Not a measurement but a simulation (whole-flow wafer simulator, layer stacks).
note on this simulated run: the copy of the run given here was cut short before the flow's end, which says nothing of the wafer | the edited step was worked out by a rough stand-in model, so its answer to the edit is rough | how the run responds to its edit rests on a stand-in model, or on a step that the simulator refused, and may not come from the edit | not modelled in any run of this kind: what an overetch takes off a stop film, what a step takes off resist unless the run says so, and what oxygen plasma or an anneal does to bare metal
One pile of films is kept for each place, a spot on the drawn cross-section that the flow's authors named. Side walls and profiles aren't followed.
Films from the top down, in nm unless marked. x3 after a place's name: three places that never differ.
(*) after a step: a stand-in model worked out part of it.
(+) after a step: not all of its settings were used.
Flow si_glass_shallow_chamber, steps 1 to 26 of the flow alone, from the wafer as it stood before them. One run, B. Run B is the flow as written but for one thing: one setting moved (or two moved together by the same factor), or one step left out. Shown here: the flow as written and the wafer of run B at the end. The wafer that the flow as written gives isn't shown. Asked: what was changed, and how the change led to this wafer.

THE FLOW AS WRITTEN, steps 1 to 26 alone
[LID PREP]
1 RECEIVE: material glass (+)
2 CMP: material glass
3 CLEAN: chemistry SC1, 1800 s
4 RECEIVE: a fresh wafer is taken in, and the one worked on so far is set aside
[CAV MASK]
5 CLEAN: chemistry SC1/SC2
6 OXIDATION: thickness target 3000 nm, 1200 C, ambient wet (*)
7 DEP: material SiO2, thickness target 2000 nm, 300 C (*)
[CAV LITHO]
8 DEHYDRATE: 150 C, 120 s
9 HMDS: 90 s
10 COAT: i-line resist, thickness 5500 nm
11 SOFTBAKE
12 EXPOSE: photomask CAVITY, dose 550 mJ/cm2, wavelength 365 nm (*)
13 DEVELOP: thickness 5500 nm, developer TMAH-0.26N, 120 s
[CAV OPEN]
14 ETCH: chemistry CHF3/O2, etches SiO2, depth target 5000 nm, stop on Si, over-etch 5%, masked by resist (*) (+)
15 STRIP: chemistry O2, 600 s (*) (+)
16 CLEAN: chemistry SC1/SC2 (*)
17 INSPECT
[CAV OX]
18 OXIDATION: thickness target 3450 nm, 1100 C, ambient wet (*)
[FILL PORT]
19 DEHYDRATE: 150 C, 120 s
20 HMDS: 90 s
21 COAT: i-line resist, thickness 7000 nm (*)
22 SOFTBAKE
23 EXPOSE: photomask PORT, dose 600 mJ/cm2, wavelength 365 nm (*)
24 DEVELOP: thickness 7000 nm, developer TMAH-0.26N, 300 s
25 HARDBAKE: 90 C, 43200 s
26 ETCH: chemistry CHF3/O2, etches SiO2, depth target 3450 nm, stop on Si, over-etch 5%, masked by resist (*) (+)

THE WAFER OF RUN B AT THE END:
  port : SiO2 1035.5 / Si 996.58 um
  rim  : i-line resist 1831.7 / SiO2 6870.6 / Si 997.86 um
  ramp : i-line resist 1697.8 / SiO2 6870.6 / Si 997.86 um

The cause: step 18, OXIDATION: thickness target 4658 nm was run, where the flow has thickness target 3450 nm.

How the change led to this, step by step:
  18 OXIDATION: thickness target 3450 nm, 1100 C, ambient wet (*)
      rim, ramp, septum, ring: SiO2 +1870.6, Si -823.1 (as written it would be: SiO2 +1109.8, Si -488.3)
      cav, port: SiO2 +4658 (new film), chemical SiO2 -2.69 (all of it), Si -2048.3 (as written it would be: SiO2 +3450 (new film), chemical SiO2 -2.69 (all of it), Si -1516.8)
  21 COAT: i-line resist, thickness 7000 nm (*)
      ramp: i-line resist +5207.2 (new film) (as written it would be: i-line resist +5087.8 (new film))
  22 SOFTBAKE
      rim: i-line resist -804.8 (as written it would be: i-line resist -849)
      ramp: i-line resist -404.4 (as written it would be: i-line resist -434.5)
      (and at 4 more places)
  25 HARDBAKE: 90 C, 43200 s
      rim: i-line resist -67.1 (as written it would be: i-line resist -62.5)
      ramp: i-line resist -62.2 (as written it would be: i-line resist -57.1)
  26 ETCH: chemistry CHF3/O2, etches SiO2, depth target 3450 nm, stop on Si, over-etch 5%, masked by resist (*) (+)
      port: SiO2 -3622.5 (as written it would be: SiO2 -3450 (all of it), Si -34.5)
